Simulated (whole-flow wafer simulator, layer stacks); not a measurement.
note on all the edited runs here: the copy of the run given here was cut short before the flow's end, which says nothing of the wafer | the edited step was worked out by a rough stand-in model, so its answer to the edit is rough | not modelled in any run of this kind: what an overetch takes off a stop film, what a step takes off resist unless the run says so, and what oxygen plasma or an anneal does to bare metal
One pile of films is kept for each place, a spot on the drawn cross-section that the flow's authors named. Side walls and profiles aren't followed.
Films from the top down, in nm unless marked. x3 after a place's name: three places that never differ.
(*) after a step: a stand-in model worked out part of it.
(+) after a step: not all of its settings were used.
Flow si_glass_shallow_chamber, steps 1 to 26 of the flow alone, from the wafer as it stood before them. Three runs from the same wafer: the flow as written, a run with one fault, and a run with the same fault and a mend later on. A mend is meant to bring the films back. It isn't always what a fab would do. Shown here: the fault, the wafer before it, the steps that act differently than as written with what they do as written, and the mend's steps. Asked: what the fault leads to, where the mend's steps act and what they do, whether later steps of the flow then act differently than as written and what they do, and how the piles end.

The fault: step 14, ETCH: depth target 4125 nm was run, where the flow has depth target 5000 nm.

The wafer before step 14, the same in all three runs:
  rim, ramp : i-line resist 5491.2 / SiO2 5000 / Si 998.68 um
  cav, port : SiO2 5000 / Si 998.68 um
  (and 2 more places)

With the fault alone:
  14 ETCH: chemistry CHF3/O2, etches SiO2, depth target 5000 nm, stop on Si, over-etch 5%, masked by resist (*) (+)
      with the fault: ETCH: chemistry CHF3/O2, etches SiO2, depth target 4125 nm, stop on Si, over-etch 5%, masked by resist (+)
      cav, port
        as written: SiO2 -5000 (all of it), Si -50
        with the fault: SiO2 -4331.2
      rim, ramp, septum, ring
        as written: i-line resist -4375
        with the fault: i-line resist -3609.4
  Later steps of the flow that act differently than as written (1 more step differs only slightly, by at most 2% or 0.5 nm, whichever is larger, and isn't shown):
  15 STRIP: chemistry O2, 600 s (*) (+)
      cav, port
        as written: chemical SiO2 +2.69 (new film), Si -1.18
        with the fault: nothing
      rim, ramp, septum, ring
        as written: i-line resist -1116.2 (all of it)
        with the fault: i-line resist -1881.8 (all of it)
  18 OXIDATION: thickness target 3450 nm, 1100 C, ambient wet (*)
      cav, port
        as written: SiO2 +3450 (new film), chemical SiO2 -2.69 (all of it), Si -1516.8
        with the fault: SiO2 +2860.7, Si -1258.7
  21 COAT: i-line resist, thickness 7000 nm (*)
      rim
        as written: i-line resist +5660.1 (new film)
        with the fault: i-line resist +5794.3 (new film)
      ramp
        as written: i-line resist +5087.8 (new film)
        with the fault: i-line resist +5273.7 (new film)
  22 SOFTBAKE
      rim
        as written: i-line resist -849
        with the fault: i-line resist -779
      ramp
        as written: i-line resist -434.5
        with the fault: i-line resist -387.4
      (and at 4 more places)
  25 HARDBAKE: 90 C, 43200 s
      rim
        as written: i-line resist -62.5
        with the fault: i-line resist -69.8
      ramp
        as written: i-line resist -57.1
        with the fault: i-line resist -65.1
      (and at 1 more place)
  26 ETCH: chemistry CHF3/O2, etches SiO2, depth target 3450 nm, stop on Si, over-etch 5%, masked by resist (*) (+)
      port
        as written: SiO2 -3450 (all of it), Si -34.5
        with the fault: SiO2 -3529.5 (all of it), Si -18.6
  At the end the piles differ from the flow's by more than 2% or 0.5 nm, whichever is larger, at rim, ramp, cav.
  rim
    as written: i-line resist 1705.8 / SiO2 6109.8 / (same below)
    with the fault: i-line resist 1902.7 / SiO2 6109.8 / (same below)
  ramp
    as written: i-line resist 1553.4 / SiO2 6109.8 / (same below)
    with the fault: i-line resist 1778.3 / SiO2 6109.8 / (same below)
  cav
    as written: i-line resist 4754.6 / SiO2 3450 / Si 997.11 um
    with the fault: i-line resist 4663.9 / SiO2 3529.5 / Si 997.42 um

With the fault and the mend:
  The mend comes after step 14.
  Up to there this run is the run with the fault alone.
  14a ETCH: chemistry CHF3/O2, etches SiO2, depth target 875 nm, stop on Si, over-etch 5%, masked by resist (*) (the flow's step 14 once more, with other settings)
      rim, ramp, septum, ring
        i-line resist -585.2
      cav, port
        SiO2 -668.8 (all of it), Si -50
  Later steps of the flow that act differently than as written:
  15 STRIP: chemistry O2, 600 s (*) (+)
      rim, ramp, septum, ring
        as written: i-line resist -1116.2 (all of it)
        with the mend: i-line resist -1296.6 (all of it)
  At the end the piles are the same as the flow's at every place that both follow.
